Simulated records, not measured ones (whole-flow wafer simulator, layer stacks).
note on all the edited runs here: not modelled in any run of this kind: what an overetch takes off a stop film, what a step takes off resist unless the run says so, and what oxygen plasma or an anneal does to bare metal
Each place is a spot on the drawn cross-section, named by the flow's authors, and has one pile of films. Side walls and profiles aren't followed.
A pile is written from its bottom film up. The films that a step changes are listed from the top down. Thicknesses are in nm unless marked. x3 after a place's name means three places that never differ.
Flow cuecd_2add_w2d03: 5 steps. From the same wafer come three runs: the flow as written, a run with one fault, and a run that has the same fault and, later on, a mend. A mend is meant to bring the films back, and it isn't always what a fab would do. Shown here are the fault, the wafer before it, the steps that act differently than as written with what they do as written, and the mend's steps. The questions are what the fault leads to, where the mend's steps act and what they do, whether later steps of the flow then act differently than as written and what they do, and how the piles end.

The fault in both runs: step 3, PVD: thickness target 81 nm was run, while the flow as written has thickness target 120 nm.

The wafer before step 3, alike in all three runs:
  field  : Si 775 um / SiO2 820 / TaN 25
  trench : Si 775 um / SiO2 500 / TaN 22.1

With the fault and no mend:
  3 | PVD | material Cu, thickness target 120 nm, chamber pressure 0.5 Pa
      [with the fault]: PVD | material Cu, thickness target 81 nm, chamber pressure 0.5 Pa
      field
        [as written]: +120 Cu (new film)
        [with the fault]: +81 Cu (new film)
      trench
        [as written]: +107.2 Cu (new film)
        [with the fault]: +72.3 Cu (new film)
  Later steps of the flow that are run all act as written at every place that is followed.
  At field, trench, the piles at the end differ from the flow's by more than 2% or 0.5 nm, whichever is larger.
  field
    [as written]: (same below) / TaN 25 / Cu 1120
    [with the fault]: (same below) / TaN 25 / Cu 1081
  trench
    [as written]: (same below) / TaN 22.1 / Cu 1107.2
    [with the fault]: (same below) / TaN 22.1 / Cu 1072.3

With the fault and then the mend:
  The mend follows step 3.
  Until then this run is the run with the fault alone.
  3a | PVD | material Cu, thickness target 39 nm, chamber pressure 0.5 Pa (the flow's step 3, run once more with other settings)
      field
        +39 Cu
      trench
        +34.5 Cu
  Later steps of the flow that are run all act as written at every place that is followed.
  The piles end only slightly different from the flow's at the places that both follow, by no more than 2% or 0.5 nm, whichever is larger.
